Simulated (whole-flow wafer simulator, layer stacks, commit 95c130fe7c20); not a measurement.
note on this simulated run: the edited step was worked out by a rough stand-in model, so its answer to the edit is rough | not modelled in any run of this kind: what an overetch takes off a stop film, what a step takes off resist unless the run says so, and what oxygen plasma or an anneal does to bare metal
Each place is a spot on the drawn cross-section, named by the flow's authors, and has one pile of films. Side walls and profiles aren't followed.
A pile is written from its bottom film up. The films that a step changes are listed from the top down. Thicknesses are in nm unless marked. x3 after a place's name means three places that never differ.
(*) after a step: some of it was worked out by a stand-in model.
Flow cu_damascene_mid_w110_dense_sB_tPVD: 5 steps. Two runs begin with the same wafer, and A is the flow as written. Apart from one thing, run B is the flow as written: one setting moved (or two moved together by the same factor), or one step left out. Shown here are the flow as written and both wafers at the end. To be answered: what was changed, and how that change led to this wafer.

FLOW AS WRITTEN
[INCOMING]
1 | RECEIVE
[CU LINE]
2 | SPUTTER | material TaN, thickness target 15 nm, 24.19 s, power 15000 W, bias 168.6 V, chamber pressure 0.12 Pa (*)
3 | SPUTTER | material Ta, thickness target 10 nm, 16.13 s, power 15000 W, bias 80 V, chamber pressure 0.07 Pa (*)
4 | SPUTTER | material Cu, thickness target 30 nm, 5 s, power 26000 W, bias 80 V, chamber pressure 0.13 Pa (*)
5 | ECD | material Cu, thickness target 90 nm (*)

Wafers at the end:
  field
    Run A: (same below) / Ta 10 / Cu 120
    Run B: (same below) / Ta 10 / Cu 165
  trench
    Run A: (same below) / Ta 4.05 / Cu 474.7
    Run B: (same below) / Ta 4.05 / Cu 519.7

Cause: step 5, ECD: thickness target 135 nm was run, whereas the flow has thickness target 90 nm.

The path from the change to this, step by step:
  5 | ECD | material Cu, thickness target 90 nm (*)
      field: A Cu gains 90 | B Cu gains 135
      trench: A Cu gains 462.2 | B Cu gains 507.2
